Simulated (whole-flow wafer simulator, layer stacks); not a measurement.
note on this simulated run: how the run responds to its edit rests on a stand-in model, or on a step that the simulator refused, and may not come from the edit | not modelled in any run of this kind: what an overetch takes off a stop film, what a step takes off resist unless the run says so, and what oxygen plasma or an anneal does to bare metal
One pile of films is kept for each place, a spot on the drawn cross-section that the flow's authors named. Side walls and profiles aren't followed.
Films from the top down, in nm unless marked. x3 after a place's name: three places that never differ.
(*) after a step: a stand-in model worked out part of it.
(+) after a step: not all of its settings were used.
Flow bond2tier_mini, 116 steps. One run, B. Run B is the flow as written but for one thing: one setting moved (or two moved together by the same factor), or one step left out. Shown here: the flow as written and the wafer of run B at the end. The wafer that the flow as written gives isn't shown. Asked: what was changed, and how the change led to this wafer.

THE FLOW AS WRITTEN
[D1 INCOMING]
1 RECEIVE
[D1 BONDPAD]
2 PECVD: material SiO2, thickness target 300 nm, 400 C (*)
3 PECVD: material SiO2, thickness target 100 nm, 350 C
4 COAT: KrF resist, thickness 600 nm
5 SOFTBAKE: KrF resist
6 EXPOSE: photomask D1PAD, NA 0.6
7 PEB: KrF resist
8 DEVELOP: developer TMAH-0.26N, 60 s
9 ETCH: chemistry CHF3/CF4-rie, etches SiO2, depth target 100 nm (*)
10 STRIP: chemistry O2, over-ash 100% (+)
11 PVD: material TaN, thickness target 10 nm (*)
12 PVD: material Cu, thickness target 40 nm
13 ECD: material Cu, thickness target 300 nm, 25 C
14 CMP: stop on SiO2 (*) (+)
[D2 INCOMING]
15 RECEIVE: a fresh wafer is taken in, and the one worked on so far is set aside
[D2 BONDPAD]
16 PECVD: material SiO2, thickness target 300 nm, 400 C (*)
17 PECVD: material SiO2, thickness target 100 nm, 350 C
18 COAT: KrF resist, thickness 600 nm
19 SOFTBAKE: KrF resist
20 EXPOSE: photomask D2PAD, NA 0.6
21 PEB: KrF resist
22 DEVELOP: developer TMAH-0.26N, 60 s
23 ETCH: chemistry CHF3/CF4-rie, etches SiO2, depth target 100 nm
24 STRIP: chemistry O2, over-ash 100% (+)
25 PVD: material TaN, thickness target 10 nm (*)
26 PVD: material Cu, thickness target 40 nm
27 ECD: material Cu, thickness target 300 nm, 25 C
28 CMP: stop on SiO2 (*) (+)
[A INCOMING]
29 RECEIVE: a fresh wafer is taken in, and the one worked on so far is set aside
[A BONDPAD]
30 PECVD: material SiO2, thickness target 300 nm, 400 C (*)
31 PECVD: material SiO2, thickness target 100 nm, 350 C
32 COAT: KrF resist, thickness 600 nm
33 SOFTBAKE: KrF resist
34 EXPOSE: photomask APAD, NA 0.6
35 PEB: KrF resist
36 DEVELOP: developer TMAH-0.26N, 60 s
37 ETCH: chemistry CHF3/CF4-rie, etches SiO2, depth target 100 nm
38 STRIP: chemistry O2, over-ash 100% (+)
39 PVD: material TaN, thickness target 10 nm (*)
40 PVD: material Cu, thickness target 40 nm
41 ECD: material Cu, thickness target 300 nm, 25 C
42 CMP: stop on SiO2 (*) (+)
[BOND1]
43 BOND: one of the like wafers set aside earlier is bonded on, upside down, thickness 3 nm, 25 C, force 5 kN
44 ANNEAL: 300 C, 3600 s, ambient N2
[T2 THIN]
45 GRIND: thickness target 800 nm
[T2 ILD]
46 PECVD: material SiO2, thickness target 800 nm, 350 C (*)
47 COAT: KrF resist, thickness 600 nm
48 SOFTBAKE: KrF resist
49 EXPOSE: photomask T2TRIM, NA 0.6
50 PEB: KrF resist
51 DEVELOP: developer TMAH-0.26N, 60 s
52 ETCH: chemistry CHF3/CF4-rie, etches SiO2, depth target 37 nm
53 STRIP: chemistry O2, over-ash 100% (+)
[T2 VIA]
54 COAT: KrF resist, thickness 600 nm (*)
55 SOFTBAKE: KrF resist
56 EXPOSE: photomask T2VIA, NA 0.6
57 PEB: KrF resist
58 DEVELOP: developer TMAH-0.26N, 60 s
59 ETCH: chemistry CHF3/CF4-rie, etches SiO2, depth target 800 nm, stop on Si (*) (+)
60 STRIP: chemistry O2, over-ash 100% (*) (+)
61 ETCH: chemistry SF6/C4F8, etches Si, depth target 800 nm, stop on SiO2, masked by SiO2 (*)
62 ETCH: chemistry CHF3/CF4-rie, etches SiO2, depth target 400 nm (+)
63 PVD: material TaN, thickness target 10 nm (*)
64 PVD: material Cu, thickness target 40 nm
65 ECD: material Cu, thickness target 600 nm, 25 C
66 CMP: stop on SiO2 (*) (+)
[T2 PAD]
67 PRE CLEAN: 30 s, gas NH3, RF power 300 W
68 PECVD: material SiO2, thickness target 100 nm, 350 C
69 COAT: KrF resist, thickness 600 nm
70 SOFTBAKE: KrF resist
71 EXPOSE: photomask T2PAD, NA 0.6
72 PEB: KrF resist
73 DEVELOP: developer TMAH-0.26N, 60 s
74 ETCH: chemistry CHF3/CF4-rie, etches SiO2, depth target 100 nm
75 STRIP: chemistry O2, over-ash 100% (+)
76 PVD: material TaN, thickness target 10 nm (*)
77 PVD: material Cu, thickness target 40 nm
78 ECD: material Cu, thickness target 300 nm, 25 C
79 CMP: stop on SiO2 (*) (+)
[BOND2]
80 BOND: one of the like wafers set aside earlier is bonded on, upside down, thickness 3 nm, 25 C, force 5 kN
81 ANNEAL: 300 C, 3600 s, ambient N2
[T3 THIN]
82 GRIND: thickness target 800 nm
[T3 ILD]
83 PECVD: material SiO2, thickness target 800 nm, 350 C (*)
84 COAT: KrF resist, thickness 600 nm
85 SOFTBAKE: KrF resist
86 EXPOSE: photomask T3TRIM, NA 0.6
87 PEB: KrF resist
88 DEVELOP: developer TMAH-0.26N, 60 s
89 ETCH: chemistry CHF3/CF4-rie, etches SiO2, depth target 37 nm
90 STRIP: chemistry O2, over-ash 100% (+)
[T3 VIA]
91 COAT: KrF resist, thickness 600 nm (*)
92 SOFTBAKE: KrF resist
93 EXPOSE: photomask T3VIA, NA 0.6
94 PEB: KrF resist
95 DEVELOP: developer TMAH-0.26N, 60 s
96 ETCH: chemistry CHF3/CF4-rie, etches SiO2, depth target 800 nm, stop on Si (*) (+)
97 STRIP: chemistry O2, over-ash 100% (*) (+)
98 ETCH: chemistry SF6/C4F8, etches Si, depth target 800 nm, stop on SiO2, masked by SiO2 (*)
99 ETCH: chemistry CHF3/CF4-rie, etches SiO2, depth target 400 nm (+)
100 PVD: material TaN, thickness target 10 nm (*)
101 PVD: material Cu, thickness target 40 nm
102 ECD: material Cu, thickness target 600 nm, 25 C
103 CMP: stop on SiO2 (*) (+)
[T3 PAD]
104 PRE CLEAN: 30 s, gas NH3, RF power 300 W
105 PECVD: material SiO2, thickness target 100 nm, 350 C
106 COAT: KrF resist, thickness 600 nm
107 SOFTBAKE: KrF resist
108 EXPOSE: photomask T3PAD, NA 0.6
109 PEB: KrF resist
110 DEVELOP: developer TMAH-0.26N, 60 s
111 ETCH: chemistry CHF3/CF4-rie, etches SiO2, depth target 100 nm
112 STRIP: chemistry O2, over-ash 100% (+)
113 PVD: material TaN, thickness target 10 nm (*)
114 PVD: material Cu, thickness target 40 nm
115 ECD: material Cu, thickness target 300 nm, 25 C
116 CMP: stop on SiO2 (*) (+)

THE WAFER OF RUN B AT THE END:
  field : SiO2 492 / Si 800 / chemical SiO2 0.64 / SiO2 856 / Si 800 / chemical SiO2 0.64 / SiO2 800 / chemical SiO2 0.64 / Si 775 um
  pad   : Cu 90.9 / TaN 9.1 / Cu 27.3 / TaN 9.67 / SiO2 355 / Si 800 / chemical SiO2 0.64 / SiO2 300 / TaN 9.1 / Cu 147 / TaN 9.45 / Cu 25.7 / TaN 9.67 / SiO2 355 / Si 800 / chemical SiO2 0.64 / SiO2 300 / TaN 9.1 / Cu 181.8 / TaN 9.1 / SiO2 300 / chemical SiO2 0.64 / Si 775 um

The cause: step 68, PECVD: thickness target 64 nm was run, where the flow has thickness target 100 nm.

How the change led to this, step by step:
  68 PECVD: material SiO2, thickness target 100 nm, 350 C
      field: SiO2 +64 (as written it would be: SiO2 +100)
      pad: SiO2 +64 (new film) (as written it would be: SiO2 +100 (new film))
  74 ETCH: chemistry CHF3/CF4-rie, etches SiO2, depth target 100 nm
      pad: SiO2 -64 (all of it), Cu -1.6 (as written it would be: SiO2 -100 (all of it))
      field: KrF resist -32 (as written it would be: KrF resist -33.3)
  77 PVD: material Cu, thickness target 40 nm
      pad: Cu +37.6 (new film) (as written it would be: Cu +36.4 (new film))
  78 ECD: material Cu, thickness target 300 nm, 25 C
      pad: Cu +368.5 (as written it would be: Cu +404.5)
